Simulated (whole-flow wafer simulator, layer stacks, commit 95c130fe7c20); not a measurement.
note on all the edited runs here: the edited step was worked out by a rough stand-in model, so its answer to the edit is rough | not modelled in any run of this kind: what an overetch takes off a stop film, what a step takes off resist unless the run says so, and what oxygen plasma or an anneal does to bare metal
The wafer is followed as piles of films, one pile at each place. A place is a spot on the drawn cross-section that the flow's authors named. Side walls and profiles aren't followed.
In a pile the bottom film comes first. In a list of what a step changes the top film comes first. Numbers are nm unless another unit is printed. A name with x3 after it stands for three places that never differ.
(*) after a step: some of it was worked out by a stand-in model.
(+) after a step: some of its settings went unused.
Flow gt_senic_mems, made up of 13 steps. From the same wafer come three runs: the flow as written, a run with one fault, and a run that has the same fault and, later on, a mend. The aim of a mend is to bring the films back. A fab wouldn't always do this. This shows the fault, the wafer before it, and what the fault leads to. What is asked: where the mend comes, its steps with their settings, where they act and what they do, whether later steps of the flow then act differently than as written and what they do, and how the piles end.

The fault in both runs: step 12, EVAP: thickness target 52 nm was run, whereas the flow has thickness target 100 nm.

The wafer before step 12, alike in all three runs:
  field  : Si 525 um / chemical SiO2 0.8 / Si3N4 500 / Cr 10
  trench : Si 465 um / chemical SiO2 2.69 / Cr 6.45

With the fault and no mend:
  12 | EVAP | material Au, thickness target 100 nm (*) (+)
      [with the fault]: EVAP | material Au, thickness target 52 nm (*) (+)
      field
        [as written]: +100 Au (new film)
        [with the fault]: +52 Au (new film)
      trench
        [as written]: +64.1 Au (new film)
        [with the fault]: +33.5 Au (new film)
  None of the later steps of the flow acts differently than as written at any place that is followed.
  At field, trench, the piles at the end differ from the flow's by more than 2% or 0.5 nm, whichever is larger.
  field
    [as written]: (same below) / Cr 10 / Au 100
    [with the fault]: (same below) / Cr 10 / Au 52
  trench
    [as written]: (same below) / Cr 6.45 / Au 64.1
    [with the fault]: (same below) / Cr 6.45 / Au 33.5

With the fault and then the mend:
  The mend follows step 13.
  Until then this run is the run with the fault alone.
  13a | EVAP | material Au, thickness target 48 nm (*) (+) (the flow's step 12, run once more with other settings)
      field
        +48 Au
      trench
        +30.9 Au
  None of the later steps of the flow acts differently than as written at any place that is followed.
  At the end the piles are close to the flow's at the places that both follow, differing by at most 2% or 0.5 nm, whichever is larger.
